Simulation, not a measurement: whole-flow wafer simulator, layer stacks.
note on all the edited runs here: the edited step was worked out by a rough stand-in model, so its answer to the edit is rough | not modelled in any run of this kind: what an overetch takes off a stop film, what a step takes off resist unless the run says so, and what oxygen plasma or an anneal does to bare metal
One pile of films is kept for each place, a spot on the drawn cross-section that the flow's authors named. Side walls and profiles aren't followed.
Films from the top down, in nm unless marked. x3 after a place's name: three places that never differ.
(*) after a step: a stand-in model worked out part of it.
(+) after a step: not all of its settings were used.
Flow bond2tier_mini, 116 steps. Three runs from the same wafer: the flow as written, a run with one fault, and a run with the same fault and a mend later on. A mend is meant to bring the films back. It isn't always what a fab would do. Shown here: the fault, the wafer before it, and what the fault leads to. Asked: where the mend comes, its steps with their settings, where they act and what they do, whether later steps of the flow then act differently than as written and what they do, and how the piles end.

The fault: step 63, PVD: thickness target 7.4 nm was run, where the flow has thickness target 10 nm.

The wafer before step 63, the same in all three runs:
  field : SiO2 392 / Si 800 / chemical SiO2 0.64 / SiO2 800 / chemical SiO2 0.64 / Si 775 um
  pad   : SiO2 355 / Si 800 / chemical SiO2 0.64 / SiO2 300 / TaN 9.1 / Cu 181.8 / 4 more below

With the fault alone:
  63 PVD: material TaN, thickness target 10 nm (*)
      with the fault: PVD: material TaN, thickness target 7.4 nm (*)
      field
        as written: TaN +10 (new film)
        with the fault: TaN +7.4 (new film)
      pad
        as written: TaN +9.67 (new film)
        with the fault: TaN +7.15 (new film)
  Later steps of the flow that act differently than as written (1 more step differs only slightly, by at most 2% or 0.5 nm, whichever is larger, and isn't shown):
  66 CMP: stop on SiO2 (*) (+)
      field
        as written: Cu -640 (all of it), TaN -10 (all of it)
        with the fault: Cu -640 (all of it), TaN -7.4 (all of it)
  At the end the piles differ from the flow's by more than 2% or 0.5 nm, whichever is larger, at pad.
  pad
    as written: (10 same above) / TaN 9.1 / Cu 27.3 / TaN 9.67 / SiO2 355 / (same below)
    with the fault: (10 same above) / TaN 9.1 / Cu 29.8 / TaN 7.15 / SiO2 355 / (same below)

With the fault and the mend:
  The mend comes after step 63.
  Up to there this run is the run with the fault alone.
  63a PVD: material TaN, thickness target 2.6 nm (*) (the flow's step 63 once more, with other settings)
      field
        TaN +2.6
      pad
        TaN +2.51
  No later step of the flow acts differently than as written at any place that is followed.
  At the end the piles are the same as the flow's at every place that both follow.
